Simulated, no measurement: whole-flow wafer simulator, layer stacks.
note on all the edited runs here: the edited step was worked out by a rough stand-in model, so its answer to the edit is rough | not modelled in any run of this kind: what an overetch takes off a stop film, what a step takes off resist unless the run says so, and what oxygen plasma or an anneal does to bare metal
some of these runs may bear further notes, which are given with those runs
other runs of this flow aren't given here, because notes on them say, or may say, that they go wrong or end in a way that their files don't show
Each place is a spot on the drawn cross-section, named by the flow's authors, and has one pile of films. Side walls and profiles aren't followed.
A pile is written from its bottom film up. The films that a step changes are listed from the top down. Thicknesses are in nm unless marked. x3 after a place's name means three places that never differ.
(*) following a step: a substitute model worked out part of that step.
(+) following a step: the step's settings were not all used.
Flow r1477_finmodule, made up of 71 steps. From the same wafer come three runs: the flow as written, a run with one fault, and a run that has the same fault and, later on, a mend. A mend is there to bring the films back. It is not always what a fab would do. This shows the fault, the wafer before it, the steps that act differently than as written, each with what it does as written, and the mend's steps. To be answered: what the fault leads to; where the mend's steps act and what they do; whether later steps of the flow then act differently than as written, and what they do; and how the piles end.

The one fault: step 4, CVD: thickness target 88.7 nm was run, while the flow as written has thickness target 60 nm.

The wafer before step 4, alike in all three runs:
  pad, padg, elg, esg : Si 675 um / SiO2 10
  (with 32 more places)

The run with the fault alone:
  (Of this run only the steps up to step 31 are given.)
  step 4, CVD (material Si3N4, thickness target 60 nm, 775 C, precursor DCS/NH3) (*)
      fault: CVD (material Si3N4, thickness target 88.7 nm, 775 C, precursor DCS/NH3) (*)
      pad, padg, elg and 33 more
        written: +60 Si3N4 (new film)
        fault: +88.7 Si3N4 (new film)
  Steps later in the flow that act otherwise than as written:
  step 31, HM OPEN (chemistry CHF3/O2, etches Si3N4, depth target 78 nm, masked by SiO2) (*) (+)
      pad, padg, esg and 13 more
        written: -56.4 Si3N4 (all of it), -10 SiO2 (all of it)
        fault: -78 Si3N4
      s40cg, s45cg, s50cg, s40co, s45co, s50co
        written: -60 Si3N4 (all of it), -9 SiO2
        fault: -78 Si3N4
  The piles after step 31 differ from the flow's at pad, padg, elg and 33 more by more than 2% or 0.5 nm, whichever is larger.
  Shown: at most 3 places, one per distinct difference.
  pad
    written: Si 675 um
    fault: Si 675 um / SiO2 10 / Si3N4 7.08
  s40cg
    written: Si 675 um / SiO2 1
    fault: Si 675 um / SiO2 10 / Si3N4 10.7
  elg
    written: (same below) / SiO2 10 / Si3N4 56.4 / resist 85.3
    fault: (same below) / SiO2 10 / Si3N4 85.1 / resist 85.3

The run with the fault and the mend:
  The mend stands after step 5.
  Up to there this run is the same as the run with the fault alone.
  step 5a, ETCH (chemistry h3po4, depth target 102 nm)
      pad, padg, elg and 33 more
        -88.7 Si3N4 (all of it)
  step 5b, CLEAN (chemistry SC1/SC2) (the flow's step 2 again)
      does not change any film at any place that is followed
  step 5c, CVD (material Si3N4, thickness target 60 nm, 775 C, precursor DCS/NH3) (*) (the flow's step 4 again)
      pad, padg, elg and 33 more
        +60 Si3N4 (new film)
  None of the later steps of the flow acts differently than as written at any place that is followed.
  At every place that both follow, the piles at the end match the flow's.
